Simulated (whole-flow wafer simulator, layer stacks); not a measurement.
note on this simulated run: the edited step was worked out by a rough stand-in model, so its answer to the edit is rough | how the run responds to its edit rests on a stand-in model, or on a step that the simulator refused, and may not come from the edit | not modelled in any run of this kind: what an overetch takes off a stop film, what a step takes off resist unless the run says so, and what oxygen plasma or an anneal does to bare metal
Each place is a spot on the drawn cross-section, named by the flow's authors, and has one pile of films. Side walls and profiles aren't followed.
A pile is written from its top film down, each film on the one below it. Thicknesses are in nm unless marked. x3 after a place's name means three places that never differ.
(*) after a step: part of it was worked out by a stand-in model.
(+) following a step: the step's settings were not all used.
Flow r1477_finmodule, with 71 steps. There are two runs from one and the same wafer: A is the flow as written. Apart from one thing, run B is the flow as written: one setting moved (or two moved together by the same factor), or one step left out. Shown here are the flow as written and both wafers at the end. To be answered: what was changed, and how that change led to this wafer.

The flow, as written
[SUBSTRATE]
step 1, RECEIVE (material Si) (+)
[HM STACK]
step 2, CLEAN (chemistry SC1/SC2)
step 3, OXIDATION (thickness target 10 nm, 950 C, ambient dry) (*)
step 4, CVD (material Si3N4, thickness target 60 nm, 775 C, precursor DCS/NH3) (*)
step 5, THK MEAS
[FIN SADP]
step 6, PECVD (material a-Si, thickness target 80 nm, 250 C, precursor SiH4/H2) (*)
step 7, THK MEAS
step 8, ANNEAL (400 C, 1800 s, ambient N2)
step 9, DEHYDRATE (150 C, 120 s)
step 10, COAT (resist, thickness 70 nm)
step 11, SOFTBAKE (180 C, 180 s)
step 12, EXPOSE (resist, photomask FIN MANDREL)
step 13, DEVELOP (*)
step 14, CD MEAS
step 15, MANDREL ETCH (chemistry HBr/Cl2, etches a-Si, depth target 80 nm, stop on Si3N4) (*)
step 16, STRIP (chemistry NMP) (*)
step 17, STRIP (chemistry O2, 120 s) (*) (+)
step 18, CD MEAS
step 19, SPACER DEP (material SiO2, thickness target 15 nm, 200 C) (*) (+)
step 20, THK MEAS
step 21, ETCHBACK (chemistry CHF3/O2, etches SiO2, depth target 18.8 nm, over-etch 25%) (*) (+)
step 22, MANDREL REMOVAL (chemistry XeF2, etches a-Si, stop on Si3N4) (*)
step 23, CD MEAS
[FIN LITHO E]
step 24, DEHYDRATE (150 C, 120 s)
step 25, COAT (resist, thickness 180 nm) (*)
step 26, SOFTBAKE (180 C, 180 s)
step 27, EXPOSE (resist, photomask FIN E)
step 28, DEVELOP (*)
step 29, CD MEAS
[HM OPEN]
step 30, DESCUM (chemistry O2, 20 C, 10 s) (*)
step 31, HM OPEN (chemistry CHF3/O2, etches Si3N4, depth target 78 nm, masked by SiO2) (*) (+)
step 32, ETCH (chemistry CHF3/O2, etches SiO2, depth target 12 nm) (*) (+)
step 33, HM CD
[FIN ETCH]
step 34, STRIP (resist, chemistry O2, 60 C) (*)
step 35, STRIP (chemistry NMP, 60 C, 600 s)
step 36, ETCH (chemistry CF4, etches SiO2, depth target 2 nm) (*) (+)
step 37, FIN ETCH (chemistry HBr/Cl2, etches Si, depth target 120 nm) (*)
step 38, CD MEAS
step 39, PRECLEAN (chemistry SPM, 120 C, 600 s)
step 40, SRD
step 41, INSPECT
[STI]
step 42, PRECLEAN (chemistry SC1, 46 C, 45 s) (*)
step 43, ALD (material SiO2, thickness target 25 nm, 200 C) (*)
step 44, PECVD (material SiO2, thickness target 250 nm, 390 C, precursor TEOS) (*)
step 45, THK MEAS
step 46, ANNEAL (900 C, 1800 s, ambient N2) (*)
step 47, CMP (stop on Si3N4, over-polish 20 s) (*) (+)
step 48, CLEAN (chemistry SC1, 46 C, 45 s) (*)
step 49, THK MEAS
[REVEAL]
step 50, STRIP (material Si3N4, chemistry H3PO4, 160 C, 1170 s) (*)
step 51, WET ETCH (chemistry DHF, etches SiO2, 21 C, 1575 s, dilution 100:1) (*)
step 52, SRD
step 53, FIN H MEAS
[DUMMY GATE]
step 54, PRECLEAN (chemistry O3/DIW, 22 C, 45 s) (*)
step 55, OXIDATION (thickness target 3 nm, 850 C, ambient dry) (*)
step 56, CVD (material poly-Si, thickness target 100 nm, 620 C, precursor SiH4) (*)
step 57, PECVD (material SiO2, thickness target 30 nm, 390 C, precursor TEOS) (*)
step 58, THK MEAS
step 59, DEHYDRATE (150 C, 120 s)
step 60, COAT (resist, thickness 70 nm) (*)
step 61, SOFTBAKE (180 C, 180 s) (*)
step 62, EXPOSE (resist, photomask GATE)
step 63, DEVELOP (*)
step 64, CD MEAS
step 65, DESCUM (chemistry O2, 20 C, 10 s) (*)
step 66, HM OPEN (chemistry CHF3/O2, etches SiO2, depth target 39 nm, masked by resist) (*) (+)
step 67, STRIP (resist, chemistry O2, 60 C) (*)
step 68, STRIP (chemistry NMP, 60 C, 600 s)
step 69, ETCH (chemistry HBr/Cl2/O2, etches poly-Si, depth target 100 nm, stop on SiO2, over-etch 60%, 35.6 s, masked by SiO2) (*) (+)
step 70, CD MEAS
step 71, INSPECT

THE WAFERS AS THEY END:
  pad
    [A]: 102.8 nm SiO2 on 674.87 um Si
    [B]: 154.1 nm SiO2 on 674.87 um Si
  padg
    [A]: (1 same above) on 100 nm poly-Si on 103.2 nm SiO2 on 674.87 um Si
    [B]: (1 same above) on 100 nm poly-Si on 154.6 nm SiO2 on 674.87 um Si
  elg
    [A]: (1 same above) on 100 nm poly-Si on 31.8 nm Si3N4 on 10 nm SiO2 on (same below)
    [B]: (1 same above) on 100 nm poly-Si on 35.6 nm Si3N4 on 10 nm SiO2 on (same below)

Cause: step 51, WET ETCH: 630 s was run, though the flow has 1575 s.

The path from the change to this, step by step:
  step 51, WET ETCH (chemistry DHF, etches SiO2, 21 C, 1575 s, dilution 100:1) (*)
      pad, padg, e40sg and 12 more: A -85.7 SiO2 | B -34.3 SiO2
      elg, e40lg, e100lg, e200lg, elo, e40lo, e100lo, e200lo: A -17.8 SiO2 (all of it), -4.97 Si3N4 | B -17.8 SiO2 (all of it), -1.12 Si3N4
      (as well as at 7 more places)
  step 56, CVD (material poly-Si, thickness target 100 nm, 620 C, precursor SiH4) (*)
      s40sg_line, s45sg_line, s50sg_line, s40so_line, s45so_line, s50so_line: A +100 poly-Si (new film) | B +128.8 poly-Si (new film)
      s40cg, s40co: A +113.9 poly-Si (new film) | B +100 poly-Si (new film)
      (as well as at 5 more places)
  step 60, COAT (resist, thickness 70 nm) (*)
      e40lg, e100lg, elo, e40lo, e100lo: A +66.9 resist (new film) | B +69.2 resist (new film)
      e40sg, eso, e40so: A +129.5 resist (new film) | B +84.3 resist (new film)
      (as well as at 23 more places)
  step 63, DEVELOP (*)
      elo, e40lo, e100lo: A -66.9 resist (all of it) | B -69.2 resist (all of it)
      eso, e40so: A -129.5 resist (all of it) | B -84.3 resist (all of it)
      (as well as at 11 more places)
  step 67, STRIP (resist, chemistry O2, 60 C) (*)
      e40lg, e100lg: A -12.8 resist (all of it) | B -15.1 resist (all of it)
      elg: A -15.9 resist (all of it) | B -15.3 resist (all of it)
      (as well as at 13 more places)
  step 69, ETCH (chemistry HBr/Cl2/O2, etches poly-Si, depth target 100 nm, stop on SiO2, over-etch 60%, 35.6 s, masked by SiO2) (*) (+)
      s40so_line, s45so_line, s50so_line: A -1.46 chemical SiO2 (all of it), -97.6 poly-Si (all of it), -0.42 SiO2 | B -1.16 chemical SiO2 (all of it), -126.5 poly-Si (all of it), -0.17 SiO2
      s40co: A -1.46 chemical SiO2 (all of it), -111.5 poly-Si (all of it), -0.24 SiO2 | B -1.16 chemical SiO2 (all of it), -97.7 poly-Si (all of it), -0.42 SiO2
      (as well as at 2 more places)
